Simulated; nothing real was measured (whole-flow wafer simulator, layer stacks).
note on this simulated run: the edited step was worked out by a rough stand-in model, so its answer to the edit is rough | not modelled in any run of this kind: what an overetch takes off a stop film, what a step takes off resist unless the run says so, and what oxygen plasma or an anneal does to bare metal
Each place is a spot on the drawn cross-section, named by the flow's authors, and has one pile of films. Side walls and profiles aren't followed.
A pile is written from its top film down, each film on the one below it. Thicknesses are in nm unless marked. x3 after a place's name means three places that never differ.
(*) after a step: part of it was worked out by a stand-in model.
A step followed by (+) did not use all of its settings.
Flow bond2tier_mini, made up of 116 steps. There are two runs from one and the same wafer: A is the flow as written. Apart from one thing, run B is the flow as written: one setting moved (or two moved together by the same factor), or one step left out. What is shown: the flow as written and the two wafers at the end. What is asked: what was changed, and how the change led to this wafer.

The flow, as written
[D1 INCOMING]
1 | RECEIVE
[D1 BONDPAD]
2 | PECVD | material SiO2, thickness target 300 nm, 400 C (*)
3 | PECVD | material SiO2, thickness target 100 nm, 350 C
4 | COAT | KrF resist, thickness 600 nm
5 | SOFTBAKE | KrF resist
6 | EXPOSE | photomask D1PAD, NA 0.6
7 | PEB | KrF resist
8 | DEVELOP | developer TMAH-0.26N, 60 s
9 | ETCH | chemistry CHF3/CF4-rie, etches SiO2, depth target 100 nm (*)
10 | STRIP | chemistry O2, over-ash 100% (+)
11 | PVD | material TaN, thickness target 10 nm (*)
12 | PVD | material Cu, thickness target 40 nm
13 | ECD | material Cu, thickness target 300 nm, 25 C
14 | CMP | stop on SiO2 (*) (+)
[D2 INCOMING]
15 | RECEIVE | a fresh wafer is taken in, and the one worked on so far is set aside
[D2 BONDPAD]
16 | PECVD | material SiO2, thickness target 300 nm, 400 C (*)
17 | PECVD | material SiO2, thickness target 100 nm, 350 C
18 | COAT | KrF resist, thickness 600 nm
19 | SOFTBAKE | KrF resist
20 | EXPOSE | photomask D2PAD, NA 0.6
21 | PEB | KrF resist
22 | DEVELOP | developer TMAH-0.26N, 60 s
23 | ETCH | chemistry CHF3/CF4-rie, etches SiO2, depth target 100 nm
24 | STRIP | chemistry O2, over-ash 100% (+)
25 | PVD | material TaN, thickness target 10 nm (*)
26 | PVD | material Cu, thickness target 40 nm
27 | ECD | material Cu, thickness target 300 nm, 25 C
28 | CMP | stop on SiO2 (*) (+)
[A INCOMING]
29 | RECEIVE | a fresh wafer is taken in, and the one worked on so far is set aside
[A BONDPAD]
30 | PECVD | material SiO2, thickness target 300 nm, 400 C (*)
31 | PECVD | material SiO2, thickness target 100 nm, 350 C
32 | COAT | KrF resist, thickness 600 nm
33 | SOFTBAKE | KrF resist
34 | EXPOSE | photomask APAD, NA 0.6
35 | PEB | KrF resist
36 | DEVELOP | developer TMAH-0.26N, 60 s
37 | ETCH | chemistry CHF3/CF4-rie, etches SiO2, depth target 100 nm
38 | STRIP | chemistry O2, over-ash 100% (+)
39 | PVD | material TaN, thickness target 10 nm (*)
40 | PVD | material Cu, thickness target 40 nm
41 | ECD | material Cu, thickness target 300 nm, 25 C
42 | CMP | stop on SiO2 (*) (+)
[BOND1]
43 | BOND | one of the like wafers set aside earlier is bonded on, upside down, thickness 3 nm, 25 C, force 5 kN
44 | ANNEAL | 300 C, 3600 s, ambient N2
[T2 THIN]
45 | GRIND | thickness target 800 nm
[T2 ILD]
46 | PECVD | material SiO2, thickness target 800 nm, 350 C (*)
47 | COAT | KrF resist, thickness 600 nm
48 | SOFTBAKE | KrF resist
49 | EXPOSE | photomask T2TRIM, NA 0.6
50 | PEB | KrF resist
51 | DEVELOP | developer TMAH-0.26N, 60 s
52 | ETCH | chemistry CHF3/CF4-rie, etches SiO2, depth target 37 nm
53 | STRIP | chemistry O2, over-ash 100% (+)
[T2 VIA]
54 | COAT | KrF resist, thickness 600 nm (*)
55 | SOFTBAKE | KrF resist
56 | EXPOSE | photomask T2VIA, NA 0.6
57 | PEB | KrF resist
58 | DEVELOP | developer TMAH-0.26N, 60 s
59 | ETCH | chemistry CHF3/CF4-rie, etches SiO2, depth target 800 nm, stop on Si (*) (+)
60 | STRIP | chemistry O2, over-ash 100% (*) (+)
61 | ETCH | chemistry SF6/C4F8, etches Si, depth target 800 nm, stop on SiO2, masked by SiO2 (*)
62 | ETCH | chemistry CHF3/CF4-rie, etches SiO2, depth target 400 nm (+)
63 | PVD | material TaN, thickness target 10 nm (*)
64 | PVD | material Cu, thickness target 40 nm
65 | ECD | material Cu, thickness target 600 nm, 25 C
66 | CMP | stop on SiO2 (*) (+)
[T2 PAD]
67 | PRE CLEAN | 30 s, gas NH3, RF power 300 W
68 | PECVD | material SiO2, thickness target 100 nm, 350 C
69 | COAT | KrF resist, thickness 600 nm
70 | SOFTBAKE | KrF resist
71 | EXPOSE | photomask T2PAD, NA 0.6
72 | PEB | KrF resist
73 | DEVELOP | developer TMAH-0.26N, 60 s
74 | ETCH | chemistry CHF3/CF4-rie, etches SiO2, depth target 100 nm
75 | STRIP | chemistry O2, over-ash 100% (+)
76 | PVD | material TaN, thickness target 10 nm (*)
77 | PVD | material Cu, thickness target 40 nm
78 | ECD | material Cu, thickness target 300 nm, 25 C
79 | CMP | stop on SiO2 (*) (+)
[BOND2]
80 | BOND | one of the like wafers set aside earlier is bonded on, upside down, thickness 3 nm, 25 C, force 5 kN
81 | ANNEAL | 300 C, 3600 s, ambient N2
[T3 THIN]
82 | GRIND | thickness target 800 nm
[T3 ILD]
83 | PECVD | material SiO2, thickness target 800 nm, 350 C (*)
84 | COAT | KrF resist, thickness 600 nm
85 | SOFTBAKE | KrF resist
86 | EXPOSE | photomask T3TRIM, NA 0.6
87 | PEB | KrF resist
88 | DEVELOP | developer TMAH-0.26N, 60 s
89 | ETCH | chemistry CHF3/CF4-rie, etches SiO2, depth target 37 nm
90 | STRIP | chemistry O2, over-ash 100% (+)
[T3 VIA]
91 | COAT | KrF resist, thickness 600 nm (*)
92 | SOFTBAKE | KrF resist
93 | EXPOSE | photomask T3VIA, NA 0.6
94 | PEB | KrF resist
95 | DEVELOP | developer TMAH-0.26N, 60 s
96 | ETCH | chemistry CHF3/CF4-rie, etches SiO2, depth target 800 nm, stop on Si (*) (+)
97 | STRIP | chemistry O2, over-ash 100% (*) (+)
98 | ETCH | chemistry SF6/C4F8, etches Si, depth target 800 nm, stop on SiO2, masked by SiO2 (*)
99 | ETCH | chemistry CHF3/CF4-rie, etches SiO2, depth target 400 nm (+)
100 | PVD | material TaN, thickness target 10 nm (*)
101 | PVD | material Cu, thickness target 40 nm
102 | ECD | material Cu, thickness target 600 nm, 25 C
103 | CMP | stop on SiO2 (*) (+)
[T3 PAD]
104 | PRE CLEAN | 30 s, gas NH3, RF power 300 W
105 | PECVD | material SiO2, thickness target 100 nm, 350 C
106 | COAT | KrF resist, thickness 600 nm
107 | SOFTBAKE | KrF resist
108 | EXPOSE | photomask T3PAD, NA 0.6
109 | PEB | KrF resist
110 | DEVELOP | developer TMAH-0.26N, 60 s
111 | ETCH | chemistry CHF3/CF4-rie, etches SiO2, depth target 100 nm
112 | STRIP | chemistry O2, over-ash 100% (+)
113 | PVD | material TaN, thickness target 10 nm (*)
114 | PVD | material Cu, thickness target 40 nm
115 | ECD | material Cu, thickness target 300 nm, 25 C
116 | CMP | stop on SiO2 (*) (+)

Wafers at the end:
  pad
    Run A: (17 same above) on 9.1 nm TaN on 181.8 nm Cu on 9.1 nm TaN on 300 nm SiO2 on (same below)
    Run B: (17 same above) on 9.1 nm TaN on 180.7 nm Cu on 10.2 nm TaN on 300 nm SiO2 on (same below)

Cause: step 39, PVD: thickness target 11.2 nm was run, whereas the flow has thickness target 10 nm.

How this came from the change, step by step:
  39 | PVD | material TaN, thickness target 10 nm (*)
      field: A TaN gains 10 (new film) | B TaN gains 11.2 (new film)
      pad: A TaN gains 9.1 (new film) | B TaN gains 10.2 (new film)
      (also at 1 further place)
  42 | CMP | stop on SiO2 (*) (+)
      field: A Cu loses 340 (all of it), TaN loses 10 (all of it) | B Cu loses 340 (all of it), TaN loses 11.2 (all of it)
